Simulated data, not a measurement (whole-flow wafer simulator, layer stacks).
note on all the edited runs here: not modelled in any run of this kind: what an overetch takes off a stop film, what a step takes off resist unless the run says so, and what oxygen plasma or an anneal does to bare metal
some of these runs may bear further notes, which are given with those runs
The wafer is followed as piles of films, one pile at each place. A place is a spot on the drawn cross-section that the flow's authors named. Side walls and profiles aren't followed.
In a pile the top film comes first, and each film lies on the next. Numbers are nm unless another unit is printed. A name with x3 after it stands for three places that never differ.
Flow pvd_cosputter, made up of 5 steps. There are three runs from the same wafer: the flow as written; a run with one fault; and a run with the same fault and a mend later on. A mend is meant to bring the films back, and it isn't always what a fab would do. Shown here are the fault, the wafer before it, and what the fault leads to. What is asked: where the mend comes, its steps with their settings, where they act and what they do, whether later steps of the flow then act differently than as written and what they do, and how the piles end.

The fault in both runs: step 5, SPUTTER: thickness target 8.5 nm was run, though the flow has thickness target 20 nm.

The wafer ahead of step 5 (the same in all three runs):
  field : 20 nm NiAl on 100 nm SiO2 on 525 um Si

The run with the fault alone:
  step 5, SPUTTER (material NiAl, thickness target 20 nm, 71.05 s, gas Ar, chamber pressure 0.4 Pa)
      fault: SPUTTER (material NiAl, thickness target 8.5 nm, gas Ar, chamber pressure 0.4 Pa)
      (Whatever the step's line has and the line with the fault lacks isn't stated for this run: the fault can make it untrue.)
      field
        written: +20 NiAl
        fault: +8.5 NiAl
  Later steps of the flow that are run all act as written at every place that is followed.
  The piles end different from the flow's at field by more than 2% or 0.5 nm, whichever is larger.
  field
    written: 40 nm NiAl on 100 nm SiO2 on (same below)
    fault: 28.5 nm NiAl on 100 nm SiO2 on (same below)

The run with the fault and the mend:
  After step 5 comes the mend.
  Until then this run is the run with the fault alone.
  step 5a, SPUTTER (material NiAl, thickness target 11.5 nm, gas Ar, chamber pressure 0.4 Pa) (the flow's step 5 again, with other settings)
      field
        +11.5 NiAl
  Later steps of the flow that are run all act as written at every place that is followed.
  The piles end the same as the flow's at every place that both follow.
